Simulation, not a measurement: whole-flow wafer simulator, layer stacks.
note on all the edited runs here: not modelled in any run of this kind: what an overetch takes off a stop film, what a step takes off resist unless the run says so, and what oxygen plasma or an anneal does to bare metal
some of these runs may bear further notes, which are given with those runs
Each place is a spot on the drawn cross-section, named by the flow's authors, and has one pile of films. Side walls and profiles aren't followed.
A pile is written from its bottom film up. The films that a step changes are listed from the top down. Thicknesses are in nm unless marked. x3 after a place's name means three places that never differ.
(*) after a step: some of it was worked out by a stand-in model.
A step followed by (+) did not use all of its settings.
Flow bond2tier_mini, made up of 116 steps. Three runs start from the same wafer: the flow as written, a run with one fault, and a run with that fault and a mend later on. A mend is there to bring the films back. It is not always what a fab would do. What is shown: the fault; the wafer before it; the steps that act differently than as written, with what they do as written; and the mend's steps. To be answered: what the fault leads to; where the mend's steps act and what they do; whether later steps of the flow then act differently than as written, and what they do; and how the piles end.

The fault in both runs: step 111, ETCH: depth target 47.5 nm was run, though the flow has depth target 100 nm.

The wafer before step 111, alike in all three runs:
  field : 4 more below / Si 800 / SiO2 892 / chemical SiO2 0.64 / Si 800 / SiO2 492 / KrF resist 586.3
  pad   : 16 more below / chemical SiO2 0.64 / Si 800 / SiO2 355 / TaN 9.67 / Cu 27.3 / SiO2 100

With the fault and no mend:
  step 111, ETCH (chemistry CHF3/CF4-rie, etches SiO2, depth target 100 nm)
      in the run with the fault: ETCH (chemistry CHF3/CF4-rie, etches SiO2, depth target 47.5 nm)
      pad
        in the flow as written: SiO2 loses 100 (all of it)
        in the run with the fault: SiO2 loses 47.5
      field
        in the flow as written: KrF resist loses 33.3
        in the run with the fault: KrF resist loses 15.8
  Steps further on in the flow that do not act as written (not shown: 1 more step that differs only slightly, by at most 2% or 0.5 nm, whichever is larger):
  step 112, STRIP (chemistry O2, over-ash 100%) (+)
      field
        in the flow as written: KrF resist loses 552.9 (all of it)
        in the run with the fault: KrF resist loses 570.4 (all of it)
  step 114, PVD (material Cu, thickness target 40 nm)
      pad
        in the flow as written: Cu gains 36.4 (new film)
        in the run with the fault: Cu gains 38.3 (new film)
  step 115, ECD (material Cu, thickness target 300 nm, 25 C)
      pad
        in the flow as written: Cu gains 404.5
        in the run with the fault: Cu gains 349.7
  The piles end different from the flow's at pad by more than 2% or 0.5 nm, whichever is larger.
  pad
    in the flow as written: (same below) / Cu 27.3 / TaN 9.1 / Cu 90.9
    in the run with the fault: (same below) / Cu 27.3 / SiO2 52.5 / TaN 9.57 / Cu 37.9

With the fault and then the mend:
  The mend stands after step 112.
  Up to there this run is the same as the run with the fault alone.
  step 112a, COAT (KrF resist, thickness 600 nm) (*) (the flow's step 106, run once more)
      field
        KrF resist gains 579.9 (new film)
      pad
        KrF resist gains 621 (new film)
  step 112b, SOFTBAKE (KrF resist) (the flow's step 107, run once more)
      leaves every film unchanged at each place that is followed
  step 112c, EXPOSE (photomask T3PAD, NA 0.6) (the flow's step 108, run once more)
      leaves every film unchanged at each place that is followed
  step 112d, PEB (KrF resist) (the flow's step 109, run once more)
      leaves every film unchanged at each place that is followed
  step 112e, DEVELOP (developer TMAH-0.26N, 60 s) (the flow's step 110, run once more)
      field
        KrF resist loses 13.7
      pad
        KrF resist loses 621 (all of it)
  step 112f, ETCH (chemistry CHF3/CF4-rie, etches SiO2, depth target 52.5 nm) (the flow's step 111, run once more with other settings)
      field
        KrF resist loses 17.5
      pad
        SiO2 loses 52.5 (all of it)
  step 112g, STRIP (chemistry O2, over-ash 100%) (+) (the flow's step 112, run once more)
      field
        KrF resist loses 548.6 (all of it)
  Later steps of the flow that are run all act as written at every place that is followed.
  The piles end the same as the flow's at every place that both follow.
